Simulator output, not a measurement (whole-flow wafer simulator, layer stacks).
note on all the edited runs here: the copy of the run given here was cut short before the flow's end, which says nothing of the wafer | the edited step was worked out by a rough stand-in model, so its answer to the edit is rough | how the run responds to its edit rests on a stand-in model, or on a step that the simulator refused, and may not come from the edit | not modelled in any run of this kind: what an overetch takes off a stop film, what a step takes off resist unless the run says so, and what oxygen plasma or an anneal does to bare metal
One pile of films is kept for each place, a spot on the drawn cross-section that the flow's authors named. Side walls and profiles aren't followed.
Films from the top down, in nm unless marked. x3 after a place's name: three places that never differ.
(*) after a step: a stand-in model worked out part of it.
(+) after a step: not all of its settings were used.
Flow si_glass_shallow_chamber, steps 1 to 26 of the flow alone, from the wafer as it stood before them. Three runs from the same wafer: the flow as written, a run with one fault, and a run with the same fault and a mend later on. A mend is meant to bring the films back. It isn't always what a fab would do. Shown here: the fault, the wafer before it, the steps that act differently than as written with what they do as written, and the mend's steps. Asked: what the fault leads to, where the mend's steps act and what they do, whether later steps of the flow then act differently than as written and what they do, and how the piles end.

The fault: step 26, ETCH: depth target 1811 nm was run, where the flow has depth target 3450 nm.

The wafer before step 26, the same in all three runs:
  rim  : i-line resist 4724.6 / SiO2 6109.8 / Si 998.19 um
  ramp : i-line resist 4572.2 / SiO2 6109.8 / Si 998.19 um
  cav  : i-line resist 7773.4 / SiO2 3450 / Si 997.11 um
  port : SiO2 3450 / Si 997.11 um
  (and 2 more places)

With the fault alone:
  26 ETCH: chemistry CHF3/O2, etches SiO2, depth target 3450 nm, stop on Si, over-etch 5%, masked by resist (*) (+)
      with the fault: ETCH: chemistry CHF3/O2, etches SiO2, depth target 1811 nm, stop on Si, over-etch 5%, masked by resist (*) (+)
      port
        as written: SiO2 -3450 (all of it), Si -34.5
        with the fault: SiO2 -1901.5
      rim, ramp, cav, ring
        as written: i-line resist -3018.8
        with the fault: i-line resist -1584.6
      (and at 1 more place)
  No later step of the flow acts differently than as written at any place that is followed.
  At the end the piles differ from the flow's by more than 2% or 0.5 nm, whichever is larger, at rim, ramp, cav, port, septum, ring.
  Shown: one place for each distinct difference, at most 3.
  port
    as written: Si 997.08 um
    with the fault: SiO2 1548.5 / Si 997.11 um
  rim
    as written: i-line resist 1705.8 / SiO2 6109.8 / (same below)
    with the fault: i-line resist 3140 / SiO2 6109.8 / (same below)
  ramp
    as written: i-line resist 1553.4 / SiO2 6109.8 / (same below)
    with the fault: i-line resist 2987.5 / SiO2 6109.8 / (same below)

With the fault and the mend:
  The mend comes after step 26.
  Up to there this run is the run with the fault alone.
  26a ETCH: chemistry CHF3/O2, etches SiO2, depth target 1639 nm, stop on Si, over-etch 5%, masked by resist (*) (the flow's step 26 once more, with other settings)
      rim, ramp, cav, septum, ring
        i-line resist -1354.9
      port
        SiO2 -1548.5 (all of it), Si -34.5
  No later step of the flow acts differently than as written at any place that is followed.
  At the end the piles differ from the flow's by more than 2% or 0.5 nm, whichever is larger, at rim, ramp, septum, ring.
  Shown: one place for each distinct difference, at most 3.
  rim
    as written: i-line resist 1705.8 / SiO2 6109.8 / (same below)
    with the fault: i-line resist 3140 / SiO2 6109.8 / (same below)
    with the mend: i-line resist 1785.1 / SiO2 6109.8 / (same below)
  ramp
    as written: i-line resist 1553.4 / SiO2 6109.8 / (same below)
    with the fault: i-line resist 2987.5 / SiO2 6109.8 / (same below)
    with the mend: i-line resist 1632.6 / SiO2 6109.8 / (same below)
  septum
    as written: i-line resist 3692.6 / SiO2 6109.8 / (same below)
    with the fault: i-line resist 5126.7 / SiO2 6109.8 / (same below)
    with the mend: i-line resist 3771.8 / SiO2 6109.8 / (same below)
